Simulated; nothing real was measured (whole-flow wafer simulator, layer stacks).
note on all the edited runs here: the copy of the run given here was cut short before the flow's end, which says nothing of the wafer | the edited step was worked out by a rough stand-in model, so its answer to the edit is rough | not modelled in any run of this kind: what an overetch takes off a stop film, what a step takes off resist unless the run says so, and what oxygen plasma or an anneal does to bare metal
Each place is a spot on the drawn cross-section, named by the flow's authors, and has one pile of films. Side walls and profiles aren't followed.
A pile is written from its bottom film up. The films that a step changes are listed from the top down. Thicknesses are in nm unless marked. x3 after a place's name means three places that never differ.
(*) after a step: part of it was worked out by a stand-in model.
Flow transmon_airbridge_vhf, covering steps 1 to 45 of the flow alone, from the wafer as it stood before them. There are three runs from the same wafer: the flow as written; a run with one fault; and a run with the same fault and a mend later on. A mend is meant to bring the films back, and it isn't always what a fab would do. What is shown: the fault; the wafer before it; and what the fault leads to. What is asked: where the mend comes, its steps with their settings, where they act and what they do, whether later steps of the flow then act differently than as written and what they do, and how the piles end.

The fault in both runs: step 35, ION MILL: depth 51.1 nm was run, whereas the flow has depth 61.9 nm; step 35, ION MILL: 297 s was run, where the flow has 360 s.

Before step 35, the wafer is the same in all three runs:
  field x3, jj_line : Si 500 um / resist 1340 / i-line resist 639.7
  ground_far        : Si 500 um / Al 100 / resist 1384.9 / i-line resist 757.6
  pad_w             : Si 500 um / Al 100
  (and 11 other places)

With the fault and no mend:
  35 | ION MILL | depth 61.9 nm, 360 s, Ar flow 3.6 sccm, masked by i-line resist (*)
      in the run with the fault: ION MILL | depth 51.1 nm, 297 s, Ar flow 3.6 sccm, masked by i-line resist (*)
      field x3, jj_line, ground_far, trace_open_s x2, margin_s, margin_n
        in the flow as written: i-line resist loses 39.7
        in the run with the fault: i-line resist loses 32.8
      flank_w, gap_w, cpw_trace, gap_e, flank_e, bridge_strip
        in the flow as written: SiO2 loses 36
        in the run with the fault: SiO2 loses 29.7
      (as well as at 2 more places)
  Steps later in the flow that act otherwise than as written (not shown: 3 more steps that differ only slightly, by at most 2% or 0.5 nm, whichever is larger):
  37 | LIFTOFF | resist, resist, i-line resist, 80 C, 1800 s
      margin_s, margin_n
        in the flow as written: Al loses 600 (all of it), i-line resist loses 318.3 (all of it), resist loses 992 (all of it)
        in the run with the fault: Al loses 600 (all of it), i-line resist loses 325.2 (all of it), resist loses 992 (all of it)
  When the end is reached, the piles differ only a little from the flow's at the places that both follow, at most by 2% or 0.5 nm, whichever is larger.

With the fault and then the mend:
  After step 35 comes the mend.
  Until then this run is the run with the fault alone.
  35a | ION MILL | depth 10.8 nm, 62.81 s, Ar flow 3.6 sccm, masked by i-line resist (*) (a further turn of the flow's step 35, with different settings)
      field x3, jj_line, ground_far, trace_open_s x2, margin_s, margin_n
        i-line resist loses 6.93
      flank_w, gap_w, cpw_trace, gap_e, flank_e, bridge_strip
        SiO2 loses 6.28
      pad_w, pad_e
        Al loses 10.8
  Later steps of the flow that are run all act as written at every place that is followed.
  When the end is reached, the piles differ only a little from the flow's at the places that both follow, at most by 2% or 0.5 nm, whichever is larger.
